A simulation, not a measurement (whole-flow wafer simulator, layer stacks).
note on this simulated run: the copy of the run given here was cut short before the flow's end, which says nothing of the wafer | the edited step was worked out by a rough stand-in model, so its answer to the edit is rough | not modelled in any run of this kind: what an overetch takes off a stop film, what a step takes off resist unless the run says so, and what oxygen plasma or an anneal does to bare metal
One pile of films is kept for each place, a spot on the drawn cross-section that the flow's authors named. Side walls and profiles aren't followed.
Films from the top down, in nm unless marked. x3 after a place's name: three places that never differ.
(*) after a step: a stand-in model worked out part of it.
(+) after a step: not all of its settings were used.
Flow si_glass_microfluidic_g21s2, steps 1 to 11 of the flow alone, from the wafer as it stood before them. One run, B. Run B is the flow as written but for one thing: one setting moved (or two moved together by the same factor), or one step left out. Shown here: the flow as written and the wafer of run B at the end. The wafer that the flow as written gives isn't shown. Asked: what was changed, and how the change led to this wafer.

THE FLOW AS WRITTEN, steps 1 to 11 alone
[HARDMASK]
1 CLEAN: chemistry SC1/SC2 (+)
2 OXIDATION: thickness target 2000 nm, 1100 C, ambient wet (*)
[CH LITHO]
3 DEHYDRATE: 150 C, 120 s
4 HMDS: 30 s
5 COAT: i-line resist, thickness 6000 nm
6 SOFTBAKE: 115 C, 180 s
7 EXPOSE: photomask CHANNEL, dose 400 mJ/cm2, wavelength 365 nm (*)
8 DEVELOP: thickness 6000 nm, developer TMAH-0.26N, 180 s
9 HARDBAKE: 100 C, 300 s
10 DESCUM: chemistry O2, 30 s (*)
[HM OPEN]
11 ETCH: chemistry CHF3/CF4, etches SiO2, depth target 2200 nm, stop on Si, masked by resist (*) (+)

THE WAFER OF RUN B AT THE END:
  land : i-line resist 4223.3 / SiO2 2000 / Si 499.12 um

The cause: step 11, ETCH: depth target 2090 nm was run, where the flow has depth target 2200 nm.

How the change led to this, step by step:
  11 ETCH: chemistry CHF3/CF4, etches SiO2, depth target 2200 nm, stop on Si, masked by resist (*) (+)
      land: i-line resist -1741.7 (as written it would be: i-line resist -1833.3)
